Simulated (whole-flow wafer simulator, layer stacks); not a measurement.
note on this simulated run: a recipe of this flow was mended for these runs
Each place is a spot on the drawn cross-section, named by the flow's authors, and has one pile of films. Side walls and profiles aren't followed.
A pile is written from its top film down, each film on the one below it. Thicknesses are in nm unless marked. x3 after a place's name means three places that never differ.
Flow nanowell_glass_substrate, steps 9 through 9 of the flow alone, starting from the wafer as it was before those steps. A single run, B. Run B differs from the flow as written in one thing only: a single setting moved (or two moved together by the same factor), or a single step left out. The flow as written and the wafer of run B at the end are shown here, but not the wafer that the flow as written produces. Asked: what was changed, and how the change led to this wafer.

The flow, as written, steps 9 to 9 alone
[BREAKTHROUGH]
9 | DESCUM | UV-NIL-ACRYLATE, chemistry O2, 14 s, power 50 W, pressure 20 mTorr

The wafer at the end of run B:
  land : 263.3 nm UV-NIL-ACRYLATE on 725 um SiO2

What caused this: step 9, DESCUM: 11.2 s was run, while the flow as written has 14 s.

The path from the change to this, step by step:
  9 | DESCUM | UV-NIL-ACRYLATE, chemistry O2, 14 s, power 50 W, pressure 20 mTorr
      land: -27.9 UV-NIL-ACRYLATE (it would be, as written: -34.9 UV-NIL-ACRYLATE)
